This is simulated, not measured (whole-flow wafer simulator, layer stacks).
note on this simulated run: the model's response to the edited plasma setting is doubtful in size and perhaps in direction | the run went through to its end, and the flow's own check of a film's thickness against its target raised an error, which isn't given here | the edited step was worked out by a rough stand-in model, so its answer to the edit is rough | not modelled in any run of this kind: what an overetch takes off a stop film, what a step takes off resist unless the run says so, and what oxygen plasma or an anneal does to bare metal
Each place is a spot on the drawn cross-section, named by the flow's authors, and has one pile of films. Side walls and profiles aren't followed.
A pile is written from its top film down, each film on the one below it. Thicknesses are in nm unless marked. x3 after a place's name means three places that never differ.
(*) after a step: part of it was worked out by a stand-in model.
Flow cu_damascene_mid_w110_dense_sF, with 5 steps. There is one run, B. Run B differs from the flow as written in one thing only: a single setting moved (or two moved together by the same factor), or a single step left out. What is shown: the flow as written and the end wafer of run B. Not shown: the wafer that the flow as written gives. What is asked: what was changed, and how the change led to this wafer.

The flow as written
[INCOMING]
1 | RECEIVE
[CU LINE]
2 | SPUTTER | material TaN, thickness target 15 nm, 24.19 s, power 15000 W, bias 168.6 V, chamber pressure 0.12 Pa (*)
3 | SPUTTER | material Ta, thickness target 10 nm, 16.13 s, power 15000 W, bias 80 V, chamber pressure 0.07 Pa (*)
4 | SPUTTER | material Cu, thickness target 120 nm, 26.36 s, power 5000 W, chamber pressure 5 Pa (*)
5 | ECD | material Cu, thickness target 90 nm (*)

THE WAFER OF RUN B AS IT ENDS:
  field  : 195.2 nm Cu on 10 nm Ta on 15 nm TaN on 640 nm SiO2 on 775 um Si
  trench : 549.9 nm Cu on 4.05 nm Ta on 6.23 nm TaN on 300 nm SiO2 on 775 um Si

The reason: step 4, SPUTTER: power 4510 W was run, while the flow as written has power 5000 W.

The path from the change to this, step by step:
  4 | SPUTTER | material Cu, thickness target 120 nm, 26.36 s, power 5000 W, chamber pressure 5 Pa (*)
      field: +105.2 Cu (new film) (it would be, as written: +120 Cu (new film))
      trench: +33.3 Cu (new film) (it would be, as written: +35.7 Cu (new film))
  5 | ECD | material Cu, thickness target 90 nm (*)
      trench: +516.6 Cu (it would be, as written: +529 Cu)
